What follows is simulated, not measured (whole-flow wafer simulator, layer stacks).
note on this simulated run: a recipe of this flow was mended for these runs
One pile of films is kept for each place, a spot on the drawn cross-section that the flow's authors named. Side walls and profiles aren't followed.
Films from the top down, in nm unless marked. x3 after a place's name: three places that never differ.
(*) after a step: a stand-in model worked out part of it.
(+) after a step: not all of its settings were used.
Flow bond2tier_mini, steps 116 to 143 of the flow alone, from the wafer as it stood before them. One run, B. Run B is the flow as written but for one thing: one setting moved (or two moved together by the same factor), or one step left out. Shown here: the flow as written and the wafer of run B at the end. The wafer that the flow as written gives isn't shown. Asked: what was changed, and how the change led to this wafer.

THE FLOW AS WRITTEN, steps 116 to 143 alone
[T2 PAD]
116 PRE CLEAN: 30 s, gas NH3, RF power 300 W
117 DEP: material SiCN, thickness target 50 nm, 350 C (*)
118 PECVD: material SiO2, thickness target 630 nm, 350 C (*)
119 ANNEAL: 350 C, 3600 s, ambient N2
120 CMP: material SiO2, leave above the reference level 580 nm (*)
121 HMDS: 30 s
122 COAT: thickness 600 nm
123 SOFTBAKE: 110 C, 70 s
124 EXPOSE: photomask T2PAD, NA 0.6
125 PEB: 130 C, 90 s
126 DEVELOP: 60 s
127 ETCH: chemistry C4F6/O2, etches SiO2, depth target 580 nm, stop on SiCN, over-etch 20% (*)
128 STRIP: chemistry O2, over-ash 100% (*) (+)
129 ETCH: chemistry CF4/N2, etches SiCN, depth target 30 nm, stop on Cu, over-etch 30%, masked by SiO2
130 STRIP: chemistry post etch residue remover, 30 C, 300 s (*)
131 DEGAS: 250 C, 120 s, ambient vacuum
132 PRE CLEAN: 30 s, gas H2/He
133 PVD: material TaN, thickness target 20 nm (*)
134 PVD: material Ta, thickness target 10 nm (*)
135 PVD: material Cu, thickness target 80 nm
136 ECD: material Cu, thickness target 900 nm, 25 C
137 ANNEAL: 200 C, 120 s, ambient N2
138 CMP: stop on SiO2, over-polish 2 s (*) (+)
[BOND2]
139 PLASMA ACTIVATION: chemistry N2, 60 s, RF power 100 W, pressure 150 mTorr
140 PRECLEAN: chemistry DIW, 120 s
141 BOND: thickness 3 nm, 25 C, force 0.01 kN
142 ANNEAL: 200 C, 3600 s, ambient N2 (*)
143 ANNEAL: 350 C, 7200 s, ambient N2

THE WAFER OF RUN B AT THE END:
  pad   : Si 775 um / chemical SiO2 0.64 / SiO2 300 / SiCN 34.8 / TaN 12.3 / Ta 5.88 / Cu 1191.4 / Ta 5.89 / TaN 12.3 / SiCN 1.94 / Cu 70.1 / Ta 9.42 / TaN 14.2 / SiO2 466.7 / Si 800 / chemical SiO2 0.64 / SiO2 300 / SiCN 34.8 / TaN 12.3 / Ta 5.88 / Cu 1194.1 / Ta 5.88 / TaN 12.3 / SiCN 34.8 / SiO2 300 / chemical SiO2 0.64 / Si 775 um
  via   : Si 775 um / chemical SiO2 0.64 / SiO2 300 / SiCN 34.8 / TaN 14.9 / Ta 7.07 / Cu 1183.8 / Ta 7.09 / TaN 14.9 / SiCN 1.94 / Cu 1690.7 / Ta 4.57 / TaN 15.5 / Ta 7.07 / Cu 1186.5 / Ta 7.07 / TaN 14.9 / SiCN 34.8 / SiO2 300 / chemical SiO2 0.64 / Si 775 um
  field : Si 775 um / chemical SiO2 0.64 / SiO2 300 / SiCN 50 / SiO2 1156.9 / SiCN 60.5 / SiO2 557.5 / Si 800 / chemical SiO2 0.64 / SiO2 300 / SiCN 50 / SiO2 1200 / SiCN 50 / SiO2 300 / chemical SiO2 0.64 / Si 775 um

The cause: step 117, DEP: thickness target 60.5 nm was run, where the flow has thickness target 50 nm.
It can be read off the wafer: field has SiCN 60.5, and step 117 as written asks for 50 nm.

How the change led to this, step by step:
  117 DEP: material SiCN, thickness target 50 nm, 350 C (*)
      field, pad, via: SiCN +60.5 (new film) (as written it would be: SiCN +50 (new film))
  129 ETCH: chemistry CF4/N2, etches SiCN, depth target 30 nm, stop on Cu, over-etch 30%, masked by SiO2
      pad, via: SiCN -39 (as written it would be: SiCN -30.4 (all of it), Cu -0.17)
  130 STRIP: chemistry post etch residue remover, 30 C, 300 s (*)
      pad, via: nothing (as written it would be: Cu -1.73)
Counting metal films that touch as one body, pad has 3 bodies (between them, from the top down: SiCN 1.94; SiO2 466.7 / Si 800 / chemical SiO2 0.64 / SiO2 300 / SiCN 34.8); the flow as written gives 2 bodies (between them, from the top down: SiO2 466.7 / Si 800 / chemical SiO2 0.64 / SiO2 300 / SiCN 34.8).
Counting metal films that touch as one body, via has 2 bodies (between them, from the top down: SiCN 1.94); the flow as written gives 1 body.
